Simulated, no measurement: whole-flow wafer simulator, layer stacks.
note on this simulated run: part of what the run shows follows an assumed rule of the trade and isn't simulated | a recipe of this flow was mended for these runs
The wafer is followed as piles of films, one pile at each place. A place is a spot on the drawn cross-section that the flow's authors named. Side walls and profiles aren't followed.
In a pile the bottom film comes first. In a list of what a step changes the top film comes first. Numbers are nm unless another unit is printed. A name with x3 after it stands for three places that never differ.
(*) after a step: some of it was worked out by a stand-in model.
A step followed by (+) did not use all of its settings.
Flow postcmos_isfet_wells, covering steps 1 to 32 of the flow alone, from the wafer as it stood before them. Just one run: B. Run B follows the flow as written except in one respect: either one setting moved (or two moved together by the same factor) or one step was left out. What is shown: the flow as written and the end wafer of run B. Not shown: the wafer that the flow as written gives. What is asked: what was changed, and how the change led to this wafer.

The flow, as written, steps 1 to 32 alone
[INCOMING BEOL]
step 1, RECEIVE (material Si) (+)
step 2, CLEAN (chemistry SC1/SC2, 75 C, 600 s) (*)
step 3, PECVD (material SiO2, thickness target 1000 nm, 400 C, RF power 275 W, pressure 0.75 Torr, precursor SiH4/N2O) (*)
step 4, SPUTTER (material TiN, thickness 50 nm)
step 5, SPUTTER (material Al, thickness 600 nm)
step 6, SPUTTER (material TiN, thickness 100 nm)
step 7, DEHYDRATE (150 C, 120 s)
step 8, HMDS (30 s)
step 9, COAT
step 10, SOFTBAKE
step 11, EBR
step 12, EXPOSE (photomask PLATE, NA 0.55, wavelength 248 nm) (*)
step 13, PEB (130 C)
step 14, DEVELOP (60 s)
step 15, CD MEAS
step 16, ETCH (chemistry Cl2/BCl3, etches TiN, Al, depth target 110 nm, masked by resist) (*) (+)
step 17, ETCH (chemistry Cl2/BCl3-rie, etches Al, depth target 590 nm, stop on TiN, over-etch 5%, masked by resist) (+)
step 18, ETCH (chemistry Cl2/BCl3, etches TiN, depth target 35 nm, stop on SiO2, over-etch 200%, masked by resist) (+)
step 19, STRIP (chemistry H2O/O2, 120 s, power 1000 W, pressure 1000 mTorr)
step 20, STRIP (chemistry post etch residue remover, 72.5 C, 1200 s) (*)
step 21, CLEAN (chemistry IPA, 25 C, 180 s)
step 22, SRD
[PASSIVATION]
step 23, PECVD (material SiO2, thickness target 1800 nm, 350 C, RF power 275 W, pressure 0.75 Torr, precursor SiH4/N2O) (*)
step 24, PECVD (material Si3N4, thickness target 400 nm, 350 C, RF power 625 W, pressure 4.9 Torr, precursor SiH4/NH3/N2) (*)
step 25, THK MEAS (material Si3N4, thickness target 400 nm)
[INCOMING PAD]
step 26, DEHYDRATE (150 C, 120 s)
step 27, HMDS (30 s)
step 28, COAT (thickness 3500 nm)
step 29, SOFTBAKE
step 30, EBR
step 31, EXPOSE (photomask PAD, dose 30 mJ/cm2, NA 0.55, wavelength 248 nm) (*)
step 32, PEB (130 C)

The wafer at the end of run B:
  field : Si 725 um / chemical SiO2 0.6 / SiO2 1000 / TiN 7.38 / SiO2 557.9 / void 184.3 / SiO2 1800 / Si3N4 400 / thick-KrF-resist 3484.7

Cause: step 16, ETCH: depth target 67 nm was run, whereas the flow has depth target 110 nm.

The path from the change to this, step by step:
  step 16, ETCH (chemistry Cl2/BCl3, etches TiN, Al, depth target 110 nm, masked by resist) (*) (+)
      field: TiN loses 67 (as written it would have been: TiN loses 100 (all of it), Al loses 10)
      margin x8: thick-KrF-resist loses 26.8 (as written it would have been: thick-KrF-resist loses 44)
  step 17, ETCH (chemistry Cl2/BCl3-rie, etches Al, depth target 590 nm, stop on TiN, over-etch 5%, masked by resist) (+)
      field: TiN loses 33 (all of it), Al loses 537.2 (as written it would have been: Al loses 590 (all of it), TiN loses 18.4)
  step 18, ETCH (chemistry Cl2/BCl3, etches TiN, depth target 35 nm, stop on SiO2, over-etch 200%, masked by resist) (+)
      field: Al loses 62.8 (all of it), TiN loses 42.2 (as written it would have been: TiN loses 31.6 (all of it), SiO2 loses 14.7)
      margin x8: thick-KrF-resist loses 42 (as written it would have been: thick-KrF-resist loses 37.9)
  step 19, STRIP (chemistry H2O/O2, 120 s, power 1000 W, pressure 1000 mTorr)
      margin x8: thick-KrF-resist loses 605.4 (all of it) (as written it would have been: thick-KrF-resist loses 592.4 (all of it))
  step 23, PECVD (material SiO2, thickness target 1800 nm, 350 C, RF power 275 W, pressure 0.75 Torr, precursor SiH4/N2O) (*)
      field: SiO2 gains 1800 (new film), void gains 184.3 (new film), SiO2 gains 557.9 (new film) (as written it would have been: SiO2 gains 1800 (new film), void gains 201.1 (new film), SiO2 gains 563.2)
With metal films that touch counted as one body, field has 1 body; the flow as written gives 0 bodies.
